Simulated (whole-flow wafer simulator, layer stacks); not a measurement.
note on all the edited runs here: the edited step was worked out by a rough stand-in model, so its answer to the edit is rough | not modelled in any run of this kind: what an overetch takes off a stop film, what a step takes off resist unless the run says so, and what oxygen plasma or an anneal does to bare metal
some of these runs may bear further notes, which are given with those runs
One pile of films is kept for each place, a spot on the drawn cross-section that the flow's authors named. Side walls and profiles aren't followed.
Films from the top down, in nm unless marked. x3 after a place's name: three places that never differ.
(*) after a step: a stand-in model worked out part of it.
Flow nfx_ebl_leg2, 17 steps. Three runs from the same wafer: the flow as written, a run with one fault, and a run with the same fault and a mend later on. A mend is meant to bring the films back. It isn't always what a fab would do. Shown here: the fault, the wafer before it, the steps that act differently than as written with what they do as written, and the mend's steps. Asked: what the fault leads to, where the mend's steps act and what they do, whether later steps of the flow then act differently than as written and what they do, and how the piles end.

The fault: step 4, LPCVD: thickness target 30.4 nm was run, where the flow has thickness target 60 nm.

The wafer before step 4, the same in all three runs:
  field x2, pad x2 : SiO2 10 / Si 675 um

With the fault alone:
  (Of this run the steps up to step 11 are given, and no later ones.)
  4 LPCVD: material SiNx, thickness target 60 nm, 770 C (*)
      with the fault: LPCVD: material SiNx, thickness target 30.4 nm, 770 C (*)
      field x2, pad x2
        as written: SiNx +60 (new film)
        with the fault: SiNx +30.4 (new film)
  No later step of the flow up to step 11 acts differently than as written at any place that is followed.
  After step 11 the piles differ from the flow's by more than 2% or 0.5 nm, whichever is larger, at field x2, pad x2.
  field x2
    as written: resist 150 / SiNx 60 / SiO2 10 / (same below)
    with the fault: resist 150 / SiNx 30.4 / SiO2 10 / (same below)
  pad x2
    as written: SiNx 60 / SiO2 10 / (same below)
    with the fault: SiNx 30.4 / SiO2 10 / (same below)

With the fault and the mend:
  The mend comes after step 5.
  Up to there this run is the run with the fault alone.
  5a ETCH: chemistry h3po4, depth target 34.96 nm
      field x2, pad x2
        SiNx -30.4 (all of it)
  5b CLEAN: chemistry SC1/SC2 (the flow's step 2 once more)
      changes no film at any place that is followed
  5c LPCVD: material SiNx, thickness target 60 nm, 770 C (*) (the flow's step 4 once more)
      field x2, pad x2
        SiNx +60 (new film)
  No later step of the flow acts differently than as written at any place that is followed.
  At the end the piles are the same as the flow's at every place that both follow.
